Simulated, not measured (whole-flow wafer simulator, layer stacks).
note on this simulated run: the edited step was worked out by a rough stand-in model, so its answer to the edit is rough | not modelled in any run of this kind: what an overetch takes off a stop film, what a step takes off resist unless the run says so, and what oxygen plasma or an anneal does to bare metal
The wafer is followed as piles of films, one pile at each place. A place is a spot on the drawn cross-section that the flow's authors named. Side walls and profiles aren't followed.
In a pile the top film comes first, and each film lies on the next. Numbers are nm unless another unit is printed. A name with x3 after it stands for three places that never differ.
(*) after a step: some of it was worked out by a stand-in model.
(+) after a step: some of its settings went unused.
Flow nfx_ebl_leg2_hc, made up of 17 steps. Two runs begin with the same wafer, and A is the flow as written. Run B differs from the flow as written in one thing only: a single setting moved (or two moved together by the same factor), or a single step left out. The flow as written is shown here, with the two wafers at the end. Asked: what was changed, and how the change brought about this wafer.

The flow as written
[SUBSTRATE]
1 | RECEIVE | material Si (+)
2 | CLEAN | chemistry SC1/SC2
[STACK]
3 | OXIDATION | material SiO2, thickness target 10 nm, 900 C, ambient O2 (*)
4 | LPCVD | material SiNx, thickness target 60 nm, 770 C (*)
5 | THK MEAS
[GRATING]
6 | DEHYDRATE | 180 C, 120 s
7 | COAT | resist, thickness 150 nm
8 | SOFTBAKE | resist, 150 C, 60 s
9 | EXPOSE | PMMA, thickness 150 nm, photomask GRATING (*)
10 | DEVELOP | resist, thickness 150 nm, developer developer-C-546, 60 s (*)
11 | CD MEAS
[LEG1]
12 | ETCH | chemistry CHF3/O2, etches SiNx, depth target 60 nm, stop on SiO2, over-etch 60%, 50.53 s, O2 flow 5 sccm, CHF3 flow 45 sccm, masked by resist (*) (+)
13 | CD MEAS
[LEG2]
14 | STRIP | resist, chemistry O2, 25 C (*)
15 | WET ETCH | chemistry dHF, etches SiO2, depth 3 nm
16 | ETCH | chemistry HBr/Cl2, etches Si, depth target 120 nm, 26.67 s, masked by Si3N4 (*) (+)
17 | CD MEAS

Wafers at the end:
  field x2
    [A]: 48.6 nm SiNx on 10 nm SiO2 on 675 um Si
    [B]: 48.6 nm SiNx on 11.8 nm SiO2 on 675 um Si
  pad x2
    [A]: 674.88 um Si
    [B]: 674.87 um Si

Cause: step 3, OXIDATION: thickness target 11.8 nm was run, though the flow has thickness target 10 nm.
The wafer itself shows it: field x2 has SiO2 11.8, and step 3 as written asks for 10 nm.

The path from the change to this, step by step:
  3 | OXIDATION | material SiO2, thickness target 10 nm, 900 C, ambient O2 (*)
      field x2, pad x2: A SiO2 gains 10 (new film), chemical SiO2 loses 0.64 (all of it), Si loses 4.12 | B SiO2 gains 11.8 (new film), chemical SiO2 loses 0.64 (all of it), Si loses 4.91
  12 | ETCH | chemistry CHF3/O2, etches SiNx, depth target 60 nm, stop on SiO2, over-etch 60%, 50.53 s, O2 flow 5 sccm, CHF3 flow 45 sccm, masked by resist (*) (+)
      pad x2: A SiNx loses 60 (all of it), SiO2 loses 10 (all of it) | B SiNx loses 60 (all of it), SiO2 loses 11.8 (all of it)
